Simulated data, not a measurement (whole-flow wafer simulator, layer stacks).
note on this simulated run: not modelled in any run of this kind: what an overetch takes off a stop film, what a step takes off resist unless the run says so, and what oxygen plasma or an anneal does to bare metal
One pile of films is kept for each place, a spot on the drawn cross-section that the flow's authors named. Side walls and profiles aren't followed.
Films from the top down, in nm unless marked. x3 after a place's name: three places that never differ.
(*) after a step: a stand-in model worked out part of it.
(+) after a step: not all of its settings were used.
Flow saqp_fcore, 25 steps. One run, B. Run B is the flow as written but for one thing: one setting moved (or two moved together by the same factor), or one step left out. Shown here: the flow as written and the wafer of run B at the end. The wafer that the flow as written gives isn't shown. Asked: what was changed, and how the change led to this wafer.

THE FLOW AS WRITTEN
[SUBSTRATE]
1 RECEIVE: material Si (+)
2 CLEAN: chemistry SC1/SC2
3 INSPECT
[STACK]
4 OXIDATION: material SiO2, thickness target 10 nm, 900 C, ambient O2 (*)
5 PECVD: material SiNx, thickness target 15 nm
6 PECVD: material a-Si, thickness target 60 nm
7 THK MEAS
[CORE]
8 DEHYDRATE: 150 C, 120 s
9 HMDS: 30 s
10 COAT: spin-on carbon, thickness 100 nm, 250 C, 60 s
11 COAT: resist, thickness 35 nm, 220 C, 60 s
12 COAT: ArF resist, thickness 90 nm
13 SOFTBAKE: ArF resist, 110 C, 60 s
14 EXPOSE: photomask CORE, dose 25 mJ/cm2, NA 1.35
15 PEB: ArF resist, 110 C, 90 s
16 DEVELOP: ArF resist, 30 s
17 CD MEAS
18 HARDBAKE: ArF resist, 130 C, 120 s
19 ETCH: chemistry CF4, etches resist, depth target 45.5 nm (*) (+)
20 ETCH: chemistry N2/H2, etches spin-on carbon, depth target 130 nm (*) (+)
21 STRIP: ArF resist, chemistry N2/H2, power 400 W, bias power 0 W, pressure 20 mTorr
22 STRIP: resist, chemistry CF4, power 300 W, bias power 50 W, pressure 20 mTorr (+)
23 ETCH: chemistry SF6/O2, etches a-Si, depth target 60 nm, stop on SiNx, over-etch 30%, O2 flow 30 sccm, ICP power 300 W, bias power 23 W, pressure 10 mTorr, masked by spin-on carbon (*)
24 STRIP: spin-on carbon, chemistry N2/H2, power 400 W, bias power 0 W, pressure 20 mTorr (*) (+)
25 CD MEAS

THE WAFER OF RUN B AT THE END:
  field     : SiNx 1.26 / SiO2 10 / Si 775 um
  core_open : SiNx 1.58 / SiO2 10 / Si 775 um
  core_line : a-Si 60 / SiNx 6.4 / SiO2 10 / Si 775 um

The cause: step 5, PECVD: thickness target 6.4 nm was run, where the flow has thickness target 15 nm.
It can be read off the wafer: core_line has SiNx 6.4, and step 5 as written asks for 15 nm.

How the change led to this, step by step:
  5 PECVD: material SiNx, thickness target 15 nm
      field, core_open, core_line: SiNx +6.4 (new film) (as written it would be: SiNx +15 (new film))
